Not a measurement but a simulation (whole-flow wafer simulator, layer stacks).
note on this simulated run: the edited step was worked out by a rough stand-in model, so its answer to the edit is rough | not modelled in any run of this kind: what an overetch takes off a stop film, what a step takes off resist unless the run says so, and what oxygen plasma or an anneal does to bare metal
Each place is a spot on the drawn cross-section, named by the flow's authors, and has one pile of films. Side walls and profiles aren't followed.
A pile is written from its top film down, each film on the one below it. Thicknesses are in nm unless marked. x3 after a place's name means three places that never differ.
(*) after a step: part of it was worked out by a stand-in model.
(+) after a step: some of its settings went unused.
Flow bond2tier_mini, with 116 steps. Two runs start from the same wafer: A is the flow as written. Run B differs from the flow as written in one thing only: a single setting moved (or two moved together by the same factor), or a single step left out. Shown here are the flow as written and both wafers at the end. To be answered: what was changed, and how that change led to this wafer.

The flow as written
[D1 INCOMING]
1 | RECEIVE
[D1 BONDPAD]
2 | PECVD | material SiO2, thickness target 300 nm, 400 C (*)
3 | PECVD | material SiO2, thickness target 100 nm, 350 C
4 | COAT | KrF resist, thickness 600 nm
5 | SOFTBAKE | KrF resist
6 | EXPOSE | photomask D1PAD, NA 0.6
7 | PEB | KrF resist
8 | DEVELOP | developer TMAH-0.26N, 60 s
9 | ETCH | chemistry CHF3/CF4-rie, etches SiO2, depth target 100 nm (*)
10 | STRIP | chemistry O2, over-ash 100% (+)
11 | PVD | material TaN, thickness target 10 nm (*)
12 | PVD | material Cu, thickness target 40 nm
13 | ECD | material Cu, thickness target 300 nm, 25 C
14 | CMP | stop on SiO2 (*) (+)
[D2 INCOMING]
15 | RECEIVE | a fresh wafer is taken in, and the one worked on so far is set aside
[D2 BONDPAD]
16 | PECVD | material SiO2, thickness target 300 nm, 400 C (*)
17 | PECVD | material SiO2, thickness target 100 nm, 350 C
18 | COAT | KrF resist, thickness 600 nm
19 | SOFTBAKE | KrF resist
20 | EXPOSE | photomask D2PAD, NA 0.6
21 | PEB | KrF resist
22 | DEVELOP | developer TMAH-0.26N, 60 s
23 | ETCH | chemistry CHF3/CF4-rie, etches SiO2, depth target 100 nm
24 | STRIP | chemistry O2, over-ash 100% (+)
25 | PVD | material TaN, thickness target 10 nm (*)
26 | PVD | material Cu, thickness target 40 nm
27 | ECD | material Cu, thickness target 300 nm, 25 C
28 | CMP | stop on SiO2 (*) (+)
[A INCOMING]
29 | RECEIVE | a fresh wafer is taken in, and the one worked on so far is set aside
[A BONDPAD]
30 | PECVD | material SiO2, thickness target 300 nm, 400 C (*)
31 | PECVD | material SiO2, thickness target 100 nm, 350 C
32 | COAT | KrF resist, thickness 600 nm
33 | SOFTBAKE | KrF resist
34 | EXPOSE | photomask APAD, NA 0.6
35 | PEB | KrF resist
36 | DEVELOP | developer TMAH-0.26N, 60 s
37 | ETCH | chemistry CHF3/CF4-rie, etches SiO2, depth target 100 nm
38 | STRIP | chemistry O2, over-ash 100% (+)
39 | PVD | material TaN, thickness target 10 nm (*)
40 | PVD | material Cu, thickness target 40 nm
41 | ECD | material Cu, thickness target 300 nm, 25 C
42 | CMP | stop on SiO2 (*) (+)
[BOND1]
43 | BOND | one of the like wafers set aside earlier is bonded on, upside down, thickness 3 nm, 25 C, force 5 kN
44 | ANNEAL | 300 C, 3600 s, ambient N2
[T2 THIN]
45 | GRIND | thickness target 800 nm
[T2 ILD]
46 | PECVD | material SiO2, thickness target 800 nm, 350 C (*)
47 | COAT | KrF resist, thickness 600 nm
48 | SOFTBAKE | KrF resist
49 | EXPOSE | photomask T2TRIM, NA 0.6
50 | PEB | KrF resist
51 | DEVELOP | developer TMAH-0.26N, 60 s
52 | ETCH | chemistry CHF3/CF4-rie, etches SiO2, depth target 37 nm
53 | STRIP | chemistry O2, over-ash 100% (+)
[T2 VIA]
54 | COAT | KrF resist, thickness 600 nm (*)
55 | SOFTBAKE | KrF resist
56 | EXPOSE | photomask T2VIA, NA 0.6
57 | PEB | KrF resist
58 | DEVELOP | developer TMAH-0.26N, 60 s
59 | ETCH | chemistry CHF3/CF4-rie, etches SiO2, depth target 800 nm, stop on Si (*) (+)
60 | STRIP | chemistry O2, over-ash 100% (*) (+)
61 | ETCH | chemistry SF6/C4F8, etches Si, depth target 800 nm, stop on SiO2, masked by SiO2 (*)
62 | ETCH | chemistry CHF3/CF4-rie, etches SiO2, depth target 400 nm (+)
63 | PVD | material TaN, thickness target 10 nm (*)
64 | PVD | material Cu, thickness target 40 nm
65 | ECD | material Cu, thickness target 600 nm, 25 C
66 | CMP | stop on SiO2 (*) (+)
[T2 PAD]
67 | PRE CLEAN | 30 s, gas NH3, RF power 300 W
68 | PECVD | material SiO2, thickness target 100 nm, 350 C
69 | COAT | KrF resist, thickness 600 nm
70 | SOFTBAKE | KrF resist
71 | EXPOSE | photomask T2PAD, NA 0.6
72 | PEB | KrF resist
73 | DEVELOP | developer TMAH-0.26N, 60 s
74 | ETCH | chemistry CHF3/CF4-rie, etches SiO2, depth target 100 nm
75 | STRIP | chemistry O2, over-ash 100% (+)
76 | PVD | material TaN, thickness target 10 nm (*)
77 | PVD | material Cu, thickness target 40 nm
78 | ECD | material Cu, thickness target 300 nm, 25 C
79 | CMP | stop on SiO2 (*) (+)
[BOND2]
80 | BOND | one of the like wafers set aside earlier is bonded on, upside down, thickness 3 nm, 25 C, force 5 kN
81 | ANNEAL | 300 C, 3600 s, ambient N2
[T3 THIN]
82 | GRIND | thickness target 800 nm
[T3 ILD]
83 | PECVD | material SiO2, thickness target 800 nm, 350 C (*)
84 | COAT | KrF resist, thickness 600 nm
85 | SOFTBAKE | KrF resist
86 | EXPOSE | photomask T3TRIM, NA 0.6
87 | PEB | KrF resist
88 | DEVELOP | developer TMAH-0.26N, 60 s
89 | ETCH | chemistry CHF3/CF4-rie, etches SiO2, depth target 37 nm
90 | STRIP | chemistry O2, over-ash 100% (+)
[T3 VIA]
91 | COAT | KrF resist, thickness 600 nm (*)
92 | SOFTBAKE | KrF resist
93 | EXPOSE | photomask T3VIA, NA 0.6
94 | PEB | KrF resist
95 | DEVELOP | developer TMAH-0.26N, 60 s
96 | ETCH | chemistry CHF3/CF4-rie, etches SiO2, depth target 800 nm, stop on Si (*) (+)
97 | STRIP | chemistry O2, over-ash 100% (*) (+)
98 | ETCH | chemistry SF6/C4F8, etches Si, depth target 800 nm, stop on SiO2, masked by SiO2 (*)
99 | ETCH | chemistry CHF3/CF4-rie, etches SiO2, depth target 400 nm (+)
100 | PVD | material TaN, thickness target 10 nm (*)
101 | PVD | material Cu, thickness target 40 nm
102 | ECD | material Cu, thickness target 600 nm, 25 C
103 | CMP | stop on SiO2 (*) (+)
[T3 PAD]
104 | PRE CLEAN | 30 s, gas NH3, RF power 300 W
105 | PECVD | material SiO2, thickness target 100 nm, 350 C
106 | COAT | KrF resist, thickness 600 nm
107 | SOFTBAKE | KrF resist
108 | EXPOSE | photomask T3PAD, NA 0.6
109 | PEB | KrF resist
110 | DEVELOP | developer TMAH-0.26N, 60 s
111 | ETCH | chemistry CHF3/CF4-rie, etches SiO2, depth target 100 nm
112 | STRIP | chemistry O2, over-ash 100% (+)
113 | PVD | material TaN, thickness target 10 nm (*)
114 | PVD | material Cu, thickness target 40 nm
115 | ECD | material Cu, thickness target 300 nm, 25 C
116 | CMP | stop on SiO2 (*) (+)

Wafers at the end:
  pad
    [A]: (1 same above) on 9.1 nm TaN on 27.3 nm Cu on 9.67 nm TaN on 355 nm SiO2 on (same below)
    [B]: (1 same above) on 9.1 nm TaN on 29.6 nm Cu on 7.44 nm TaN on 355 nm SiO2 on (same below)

The reason: step 100, PVD: thickness target 7.7 nm was run, while the flow as written has thickness target 10 nm.

Step by step, how the change led to this:
  100 | PVD | material TaN, thickness target 10 nm (*)
      field: A +10 TaN (new film) | B +7.7 TaN (new film)
      pad: A +9.67 TaN (new film) | B +7.44 TaN (new film)
  103 | CMP | stop on SiO2 (*) (+)
      field: A -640 Cu (all of it), -10 TaN (all of it) | B -640 Cu (all of it), -7.7 TaN (all of it)
